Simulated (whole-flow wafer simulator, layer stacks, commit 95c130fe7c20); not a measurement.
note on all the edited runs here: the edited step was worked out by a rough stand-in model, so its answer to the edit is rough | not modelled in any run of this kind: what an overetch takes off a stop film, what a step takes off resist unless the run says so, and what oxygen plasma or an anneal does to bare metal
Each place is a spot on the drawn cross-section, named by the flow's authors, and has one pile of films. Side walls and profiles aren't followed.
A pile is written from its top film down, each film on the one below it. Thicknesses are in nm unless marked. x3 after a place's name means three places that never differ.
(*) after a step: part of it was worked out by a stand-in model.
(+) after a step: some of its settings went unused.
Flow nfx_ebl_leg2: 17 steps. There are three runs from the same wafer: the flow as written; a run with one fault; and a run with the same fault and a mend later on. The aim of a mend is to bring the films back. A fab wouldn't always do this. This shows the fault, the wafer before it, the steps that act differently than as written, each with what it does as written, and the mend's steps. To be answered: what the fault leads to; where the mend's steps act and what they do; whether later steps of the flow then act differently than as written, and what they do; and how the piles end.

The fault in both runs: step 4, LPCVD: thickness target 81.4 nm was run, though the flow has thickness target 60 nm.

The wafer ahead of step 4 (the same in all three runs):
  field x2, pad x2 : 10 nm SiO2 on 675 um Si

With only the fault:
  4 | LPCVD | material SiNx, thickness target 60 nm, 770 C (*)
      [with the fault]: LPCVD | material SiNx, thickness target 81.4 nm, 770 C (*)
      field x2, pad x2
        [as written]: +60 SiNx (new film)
        [with the fault]: +81.4 SiNx (new film)
  Steps further on in the flow that do not act as written:
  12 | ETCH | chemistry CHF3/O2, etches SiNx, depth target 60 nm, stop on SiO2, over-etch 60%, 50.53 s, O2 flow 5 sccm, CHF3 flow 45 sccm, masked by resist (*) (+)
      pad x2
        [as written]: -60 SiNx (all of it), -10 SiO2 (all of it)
        [with the fault]: -81.4 SiNx (all of it), -7.3 SiO2
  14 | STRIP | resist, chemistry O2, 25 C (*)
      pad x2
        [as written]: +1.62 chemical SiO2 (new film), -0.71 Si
        [with the fault]: nothing
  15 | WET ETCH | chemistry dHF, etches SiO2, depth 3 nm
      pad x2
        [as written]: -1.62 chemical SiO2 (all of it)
        [with the fault]: -2.7 SiO2 (all of it)
  At field x2, the piles at the end differ from the flow's by more than 2% or 0.5 nm, whichever is larger.
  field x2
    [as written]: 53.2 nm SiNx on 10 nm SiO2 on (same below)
    [with the fault]: 74.6 nm SiNx on 10 nm SiO2 on (same below)

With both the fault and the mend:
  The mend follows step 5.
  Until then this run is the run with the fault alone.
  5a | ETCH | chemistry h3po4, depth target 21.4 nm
      field x2, pad x2
        -21.4 SiNx
  Later steps of the flow that are run all act as written at every place that is followed.
  By the end, the piles equal the flow's at every place that both follow.
